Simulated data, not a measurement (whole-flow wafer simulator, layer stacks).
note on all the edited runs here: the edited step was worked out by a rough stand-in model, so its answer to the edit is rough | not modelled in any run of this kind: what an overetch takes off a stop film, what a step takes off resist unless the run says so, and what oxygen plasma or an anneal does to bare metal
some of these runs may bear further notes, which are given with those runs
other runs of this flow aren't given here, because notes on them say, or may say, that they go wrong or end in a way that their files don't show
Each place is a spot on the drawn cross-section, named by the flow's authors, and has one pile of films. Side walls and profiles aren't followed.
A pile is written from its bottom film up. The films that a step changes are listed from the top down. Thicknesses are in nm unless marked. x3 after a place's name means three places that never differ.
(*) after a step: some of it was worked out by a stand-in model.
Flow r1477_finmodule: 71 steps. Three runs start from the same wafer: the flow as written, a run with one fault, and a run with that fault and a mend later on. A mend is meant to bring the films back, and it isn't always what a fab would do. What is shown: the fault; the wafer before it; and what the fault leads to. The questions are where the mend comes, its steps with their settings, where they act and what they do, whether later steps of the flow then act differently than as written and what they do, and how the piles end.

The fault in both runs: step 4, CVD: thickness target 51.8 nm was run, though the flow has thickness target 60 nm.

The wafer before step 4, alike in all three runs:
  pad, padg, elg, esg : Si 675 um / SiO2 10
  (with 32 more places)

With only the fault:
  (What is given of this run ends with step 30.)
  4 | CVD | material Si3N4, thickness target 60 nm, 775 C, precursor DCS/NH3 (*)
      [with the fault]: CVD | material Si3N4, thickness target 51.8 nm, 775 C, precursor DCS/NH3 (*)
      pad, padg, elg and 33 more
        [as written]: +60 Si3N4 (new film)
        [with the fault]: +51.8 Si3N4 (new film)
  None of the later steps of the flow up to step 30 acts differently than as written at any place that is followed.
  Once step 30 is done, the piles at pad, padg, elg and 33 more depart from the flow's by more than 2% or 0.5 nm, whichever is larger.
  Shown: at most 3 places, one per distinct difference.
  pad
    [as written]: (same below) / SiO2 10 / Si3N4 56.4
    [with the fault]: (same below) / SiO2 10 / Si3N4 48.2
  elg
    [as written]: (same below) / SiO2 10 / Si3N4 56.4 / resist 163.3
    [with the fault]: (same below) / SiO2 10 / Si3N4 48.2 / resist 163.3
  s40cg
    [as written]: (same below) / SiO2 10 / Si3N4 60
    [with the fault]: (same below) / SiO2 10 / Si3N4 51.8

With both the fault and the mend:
  After step 5 comes the mend.
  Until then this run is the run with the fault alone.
  5a | ETCH | chemistry h3po4, depth target 59.57 nm
      pad, padg, elg and 33 more
        -51.8 Si3N4 (all of it)
  5b | CLEAN | chemistry SC1/SC2 (the flow's step 2 again)
      does not change any film at any place that is followed
  5c | CVD | material Si3N4, thickness target 60 nm, 775 C, precursor DCS/NH3 (*) (the flow's step 4 again)
      pad, padg, elg and 33 more
        +60 Si3N4 (new film)
  None of the later steps of the flow acts differently than as written at any place that is followed.
  At every place that both follow, the piles at the end match the flow's.
